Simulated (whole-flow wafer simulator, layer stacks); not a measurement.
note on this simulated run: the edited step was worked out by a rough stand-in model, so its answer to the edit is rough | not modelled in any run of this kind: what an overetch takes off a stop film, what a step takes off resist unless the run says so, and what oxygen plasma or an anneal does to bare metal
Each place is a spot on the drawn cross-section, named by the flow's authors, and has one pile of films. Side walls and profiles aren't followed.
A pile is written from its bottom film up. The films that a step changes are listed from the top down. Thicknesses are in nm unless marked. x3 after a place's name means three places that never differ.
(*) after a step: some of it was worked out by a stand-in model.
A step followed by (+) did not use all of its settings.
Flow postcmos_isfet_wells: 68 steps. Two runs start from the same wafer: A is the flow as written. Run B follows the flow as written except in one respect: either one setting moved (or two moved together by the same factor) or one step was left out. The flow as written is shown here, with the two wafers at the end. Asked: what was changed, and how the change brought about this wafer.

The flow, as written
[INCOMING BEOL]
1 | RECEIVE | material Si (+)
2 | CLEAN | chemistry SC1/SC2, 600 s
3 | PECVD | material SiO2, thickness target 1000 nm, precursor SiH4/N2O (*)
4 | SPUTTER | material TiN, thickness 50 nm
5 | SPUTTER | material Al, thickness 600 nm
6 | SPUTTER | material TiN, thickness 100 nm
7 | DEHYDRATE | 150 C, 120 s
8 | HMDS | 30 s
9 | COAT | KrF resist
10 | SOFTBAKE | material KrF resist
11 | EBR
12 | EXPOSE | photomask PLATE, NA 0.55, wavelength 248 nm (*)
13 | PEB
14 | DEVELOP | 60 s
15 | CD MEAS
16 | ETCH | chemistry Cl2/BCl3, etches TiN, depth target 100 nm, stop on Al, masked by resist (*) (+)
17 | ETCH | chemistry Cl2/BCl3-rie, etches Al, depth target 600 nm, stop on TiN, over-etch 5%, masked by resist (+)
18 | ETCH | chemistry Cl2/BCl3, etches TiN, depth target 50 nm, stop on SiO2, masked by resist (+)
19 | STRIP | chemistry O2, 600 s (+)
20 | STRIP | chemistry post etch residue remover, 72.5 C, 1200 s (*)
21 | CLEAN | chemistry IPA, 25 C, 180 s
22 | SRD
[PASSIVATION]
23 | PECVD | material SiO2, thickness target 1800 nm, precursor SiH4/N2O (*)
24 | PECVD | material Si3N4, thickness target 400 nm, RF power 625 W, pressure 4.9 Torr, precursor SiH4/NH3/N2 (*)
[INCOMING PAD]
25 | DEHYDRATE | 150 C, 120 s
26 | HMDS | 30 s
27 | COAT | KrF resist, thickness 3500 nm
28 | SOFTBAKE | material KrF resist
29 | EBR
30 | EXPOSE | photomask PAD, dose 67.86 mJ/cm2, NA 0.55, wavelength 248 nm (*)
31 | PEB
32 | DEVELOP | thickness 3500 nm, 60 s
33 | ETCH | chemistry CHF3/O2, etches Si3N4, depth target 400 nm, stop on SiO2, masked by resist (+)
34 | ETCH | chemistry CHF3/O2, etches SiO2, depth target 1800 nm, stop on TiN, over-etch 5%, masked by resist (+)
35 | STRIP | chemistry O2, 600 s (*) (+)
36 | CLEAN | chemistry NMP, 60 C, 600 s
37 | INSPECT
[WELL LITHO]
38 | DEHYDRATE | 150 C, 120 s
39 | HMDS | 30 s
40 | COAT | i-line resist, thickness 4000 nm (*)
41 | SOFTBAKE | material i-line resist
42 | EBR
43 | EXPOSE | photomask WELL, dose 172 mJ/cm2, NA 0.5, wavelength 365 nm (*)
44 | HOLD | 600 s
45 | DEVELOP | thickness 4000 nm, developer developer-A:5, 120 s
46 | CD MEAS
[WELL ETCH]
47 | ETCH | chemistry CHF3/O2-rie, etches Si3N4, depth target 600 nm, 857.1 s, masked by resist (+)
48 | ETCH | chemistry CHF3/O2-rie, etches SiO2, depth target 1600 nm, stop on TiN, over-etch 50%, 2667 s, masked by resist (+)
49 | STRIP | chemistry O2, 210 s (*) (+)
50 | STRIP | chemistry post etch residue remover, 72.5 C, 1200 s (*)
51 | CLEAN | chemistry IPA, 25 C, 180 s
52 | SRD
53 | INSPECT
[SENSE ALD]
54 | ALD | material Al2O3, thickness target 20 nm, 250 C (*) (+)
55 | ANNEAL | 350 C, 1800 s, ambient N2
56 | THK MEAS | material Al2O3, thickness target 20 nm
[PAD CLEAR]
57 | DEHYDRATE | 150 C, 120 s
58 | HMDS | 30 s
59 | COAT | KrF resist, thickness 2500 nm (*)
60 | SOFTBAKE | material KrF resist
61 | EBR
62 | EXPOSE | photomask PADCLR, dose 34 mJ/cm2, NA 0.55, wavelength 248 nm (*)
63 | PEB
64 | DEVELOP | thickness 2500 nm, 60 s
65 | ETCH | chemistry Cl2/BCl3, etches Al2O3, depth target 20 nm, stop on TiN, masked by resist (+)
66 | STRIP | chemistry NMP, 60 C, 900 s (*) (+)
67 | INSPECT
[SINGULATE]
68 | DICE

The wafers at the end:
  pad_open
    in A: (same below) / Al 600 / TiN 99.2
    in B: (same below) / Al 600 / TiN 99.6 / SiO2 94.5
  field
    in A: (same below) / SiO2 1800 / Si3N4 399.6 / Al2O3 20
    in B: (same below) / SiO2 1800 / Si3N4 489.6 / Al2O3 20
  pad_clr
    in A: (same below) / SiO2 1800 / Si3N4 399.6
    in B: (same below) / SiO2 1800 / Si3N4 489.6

Cause: step 24, PECVD: thickness target 490 nm was run, whereas the flow has thickness target 400 nm.

The path from the change to this, step by step:
  24 | PECVD | material Si3N4, thickness target 400 nm, RF power 625 W, pressure 4.9 Torr, precursor SiH4/NH3/N2 (*)
      field, margin, well900, well1300 x3, pad_rim, pad_clr, pad_open: A +400 Si3N4 (new film) | B +490 Si3N4 (new film)
  33 | ETCH | chemistry CHF3/O2, etches Si3N4, depth target 400 nm, stop on SiO2, masked by resist (+)
      pad_open: A -400 Si3N4 (all of it) | B -400 Si3N4
  34 | ETCH | chemistry CHF3/O2, etches SiO2, depth target 1800 nm, stop on TiN, over-etch 5%, masked by resist (+)
      pad_open: A -1800 SiO2 (all of it) | B -90 Si3N4 (all of it), -1705.5 SiO2
  47 | ETCH | chemistry CHF3/O2-rie, etches Si3N4, depth target 600 nm, 857.1 s, masked by resist (+)
      well900, well1300 x3: A -400 Si3N4 (all of it), -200 SiO2 | B -490 Si3N4 (all of it), -110 SiO2
  48 | ETCH | chemistry CHF3/O2-rie, etches SiO2, depth target 1600 nm, stop on TiN, over-etch 50%, 2667 s, masked by resist (+)
      well900, well1300 x3: A -1600 SiO2 (all of it) | B -1690 SiO2 (all of it)
  59 | COAT | KrF resist, thickness 2500 nm (*)
      field: A +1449 KrF resist (new film) | B +1406 KrF resist (new film)
      margin: A +1448.9 KrF resist (new film) | B +1405.9 KrF resist (new film)
  66 | STRIP | chemistry NMP, 60 C, 900 s (*) (+)
      field, margin: A -1400.1 KrF resist (all of it) | B -1357.4 KrF resist (all of it)
